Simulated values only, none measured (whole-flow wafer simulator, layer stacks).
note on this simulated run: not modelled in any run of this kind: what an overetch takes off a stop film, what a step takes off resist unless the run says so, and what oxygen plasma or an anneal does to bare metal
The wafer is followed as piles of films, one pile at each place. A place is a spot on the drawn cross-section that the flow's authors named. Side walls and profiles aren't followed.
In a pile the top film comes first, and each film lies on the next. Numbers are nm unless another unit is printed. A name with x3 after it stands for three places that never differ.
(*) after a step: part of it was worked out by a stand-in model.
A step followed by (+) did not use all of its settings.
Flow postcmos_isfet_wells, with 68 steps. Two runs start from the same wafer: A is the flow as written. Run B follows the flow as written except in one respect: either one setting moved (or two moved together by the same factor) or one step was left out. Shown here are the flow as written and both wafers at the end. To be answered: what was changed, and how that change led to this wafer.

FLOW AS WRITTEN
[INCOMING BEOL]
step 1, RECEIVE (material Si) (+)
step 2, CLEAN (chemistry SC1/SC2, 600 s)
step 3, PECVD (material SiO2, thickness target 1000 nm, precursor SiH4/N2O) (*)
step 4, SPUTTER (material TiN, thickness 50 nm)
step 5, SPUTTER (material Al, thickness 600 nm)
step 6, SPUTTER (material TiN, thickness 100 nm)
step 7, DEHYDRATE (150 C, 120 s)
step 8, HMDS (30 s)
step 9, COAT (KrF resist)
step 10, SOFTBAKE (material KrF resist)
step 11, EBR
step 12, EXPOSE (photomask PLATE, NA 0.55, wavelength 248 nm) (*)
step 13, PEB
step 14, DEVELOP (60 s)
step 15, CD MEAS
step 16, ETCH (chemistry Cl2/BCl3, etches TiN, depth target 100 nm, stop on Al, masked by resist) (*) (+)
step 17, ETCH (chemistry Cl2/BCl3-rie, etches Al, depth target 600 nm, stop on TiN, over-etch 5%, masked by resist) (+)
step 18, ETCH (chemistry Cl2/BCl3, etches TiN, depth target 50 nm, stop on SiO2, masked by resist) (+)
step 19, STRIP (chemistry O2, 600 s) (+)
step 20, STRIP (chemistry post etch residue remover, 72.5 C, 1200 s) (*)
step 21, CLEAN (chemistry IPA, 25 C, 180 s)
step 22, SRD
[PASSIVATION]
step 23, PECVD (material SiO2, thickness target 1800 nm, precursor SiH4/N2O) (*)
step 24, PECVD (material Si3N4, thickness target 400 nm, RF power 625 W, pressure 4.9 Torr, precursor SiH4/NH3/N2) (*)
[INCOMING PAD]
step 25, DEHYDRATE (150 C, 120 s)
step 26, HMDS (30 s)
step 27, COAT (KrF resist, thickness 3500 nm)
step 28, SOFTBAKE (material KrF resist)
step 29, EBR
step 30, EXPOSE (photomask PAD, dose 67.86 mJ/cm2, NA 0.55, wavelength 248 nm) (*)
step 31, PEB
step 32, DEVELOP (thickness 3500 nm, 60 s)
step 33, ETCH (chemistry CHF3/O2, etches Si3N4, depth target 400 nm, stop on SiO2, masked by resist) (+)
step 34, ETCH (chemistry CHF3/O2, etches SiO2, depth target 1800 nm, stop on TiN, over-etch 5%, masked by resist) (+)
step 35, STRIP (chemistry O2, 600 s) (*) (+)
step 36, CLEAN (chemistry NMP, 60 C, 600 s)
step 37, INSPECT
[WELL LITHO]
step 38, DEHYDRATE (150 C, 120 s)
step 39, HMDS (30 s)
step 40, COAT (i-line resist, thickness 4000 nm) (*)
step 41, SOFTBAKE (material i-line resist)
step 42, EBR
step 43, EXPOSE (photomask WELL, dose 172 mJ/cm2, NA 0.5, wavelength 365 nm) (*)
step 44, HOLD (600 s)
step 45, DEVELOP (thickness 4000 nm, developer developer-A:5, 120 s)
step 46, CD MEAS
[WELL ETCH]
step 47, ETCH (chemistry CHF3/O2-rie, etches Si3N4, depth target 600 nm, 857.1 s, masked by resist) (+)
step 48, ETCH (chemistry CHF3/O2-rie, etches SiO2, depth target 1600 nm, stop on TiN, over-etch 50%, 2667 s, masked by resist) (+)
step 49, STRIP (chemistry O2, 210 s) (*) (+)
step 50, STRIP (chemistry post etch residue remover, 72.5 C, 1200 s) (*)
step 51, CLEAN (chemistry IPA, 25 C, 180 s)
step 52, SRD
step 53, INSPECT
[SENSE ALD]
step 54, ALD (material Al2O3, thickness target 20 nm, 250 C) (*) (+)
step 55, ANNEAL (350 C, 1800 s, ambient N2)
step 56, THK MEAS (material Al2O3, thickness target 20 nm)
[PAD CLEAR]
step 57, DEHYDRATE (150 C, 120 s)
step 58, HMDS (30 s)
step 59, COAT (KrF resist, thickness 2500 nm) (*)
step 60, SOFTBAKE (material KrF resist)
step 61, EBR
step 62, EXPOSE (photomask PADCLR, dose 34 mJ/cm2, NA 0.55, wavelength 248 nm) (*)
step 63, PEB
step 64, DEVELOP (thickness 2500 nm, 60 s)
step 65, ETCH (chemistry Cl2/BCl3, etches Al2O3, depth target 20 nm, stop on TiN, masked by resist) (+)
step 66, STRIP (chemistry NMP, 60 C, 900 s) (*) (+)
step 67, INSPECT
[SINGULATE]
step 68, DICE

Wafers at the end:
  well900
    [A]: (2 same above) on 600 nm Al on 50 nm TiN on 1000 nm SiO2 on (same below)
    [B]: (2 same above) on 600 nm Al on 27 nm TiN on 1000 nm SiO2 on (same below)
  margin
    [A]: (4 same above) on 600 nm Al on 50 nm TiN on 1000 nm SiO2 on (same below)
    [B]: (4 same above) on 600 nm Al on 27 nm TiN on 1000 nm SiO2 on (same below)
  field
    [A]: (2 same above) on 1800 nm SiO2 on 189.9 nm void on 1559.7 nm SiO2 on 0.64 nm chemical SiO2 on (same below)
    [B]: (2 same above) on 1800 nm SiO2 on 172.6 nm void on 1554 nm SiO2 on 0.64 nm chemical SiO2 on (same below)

The reason: step 4, SPUTTER: thickness 27 nm was run, whereas the flow has thickness 50 nm.
The wafer itself shows it: well900 has TiN 27, and step 4 as written asks for 50 nm.

Step by step, how the change led to this:
  step 4, SPUTTER (material TiN, thickness 50 nm)
      field, margin, well900, well1300 x3, pad_rim, pad_clr, pad_open: A +50 TiN (new film) | B +27 TiN (new film)
  step 18, ETCH (chemistry Cl2/BCl3, etches TiN, depth target 50 nm, stop on SiO2, masked by resist) (+)
      margin, well900, well1300 x3, pad_rim, pad_clr, pad_open: A -20 KrF resist | B -16.2 KrF resist
      field: A -50 TiN (all of it) | B -27 TiN (all of it)
  step 23, PECVD (material SiO2, thickness target 1800 nm, precursor SiH4/N2O) (*)
      field: A +1800 SiO2 (new film), +189.9 void (new film), +559.7 SiO2 | B +1800 SiO2 (new film), +172.6 void (new film), +554 SiO2
